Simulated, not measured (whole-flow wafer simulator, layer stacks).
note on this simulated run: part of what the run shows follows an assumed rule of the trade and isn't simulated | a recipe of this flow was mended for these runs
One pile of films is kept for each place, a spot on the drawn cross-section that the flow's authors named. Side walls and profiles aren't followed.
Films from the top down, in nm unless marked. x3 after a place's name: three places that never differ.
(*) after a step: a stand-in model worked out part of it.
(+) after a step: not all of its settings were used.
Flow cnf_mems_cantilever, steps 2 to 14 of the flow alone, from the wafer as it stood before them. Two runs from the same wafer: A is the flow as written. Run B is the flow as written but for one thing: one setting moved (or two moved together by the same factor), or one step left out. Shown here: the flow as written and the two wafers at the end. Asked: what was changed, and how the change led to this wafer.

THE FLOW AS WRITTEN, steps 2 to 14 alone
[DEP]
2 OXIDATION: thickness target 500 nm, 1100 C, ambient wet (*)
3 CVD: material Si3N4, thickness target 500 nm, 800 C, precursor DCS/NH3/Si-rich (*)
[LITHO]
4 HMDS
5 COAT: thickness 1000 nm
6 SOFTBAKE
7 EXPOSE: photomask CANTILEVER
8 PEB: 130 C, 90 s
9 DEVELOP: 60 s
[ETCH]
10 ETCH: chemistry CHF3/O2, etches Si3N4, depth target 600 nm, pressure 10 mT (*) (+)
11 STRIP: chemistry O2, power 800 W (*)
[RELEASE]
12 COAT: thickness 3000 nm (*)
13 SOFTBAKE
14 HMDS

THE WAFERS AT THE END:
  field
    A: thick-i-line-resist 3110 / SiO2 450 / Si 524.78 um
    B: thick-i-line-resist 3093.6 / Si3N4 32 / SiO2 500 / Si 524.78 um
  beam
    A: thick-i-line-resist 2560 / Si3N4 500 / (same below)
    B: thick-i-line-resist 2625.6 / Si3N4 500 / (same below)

The cause: step 10, ETCH: depth target 468 nm was run, where the flow has depth target 600 nm.

How the change led to this, step by step:
  10 ETCH: chemistry CHF3/O2, etches Si3N4, depth target 600 nm, pressure 10 mT (*) (+)
      field: A Si3N4 -500 (all of it), SiO2 -50 | B Si3N4 -468
      beam: A KrF-resist -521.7 | B KrF-resist -407
  11 STRIP: chemistry O2, power 800 W (*)
      beam: A KrF-resist -460.9 (all of it) | B KrF-resist -575.7 (all of it)
  12 COAT: thickness 3000 nm (*)
      beam: A thick-i-line-resist +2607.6 (new film) | B thick-i-line-resist +2664.9 (new film)
  13 SOFTBAKE
      field: A thick-i-line-resist +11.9 | B thick-i-line-resist +9.84
      beam: A thick-i-line-resist -47.6 | B thick-i-line-resist -39.3
